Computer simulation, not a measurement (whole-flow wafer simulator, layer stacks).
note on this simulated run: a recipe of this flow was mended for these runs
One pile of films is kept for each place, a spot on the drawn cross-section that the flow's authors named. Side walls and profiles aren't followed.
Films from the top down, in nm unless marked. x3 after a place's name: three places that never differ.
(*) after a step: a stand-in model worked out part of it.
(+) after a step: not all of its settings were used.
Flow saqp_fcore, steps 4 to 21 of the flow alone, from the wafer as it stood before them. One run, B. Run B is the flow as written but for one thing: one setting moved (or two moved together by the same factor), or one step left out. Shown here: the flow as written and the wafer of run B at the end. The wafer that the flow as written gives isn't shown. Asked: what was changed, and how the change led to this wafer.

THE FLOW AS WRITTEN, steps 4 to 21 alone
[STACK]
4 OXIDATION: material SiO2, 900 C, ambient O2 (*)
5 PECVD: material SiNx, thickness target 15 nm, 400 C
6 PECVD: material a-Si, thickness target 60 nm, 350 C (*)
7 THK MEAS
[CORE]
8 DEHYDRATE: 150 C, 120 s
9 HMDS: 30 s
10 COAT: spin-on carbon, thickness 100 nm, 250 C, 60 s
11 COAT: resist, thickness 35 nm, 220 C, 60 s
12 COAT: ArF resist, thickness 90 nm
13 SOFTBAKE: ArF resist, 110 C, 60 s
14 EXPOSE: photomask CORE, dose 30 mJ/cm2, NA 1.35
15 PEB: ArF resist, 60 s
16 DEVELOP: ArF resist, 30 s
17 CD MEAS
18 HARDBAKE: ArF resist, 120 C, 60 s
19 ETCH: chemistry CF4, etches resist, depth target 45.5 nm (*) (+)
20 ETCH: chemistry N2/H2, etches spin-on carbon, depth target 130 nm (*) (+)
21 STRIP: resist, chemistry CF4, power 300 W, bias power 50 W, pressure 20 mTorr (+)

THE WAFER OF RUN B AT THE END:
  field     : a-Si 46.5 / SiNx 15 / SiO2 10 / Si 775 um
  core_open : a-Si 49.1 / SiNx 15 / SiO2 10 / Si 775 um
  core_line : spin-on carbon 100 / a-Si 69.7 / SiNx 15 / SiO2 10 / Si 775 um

The cause: step 6, PECVD: thickness target 69.7 nm was run, where the flow has thickness target 60 nm.
It can be read off the wafer: core_line has a-Si 69.7, and step 6 as written asks for 60 nm.

How the change led to this, step by step:
  6 PECVD: material a-Si, thickness target 60 nm, 350 C (*)
      field, core_open, core_line: a-Si +69.7 (new film) (as written it would be: a-Si +60 (new film))
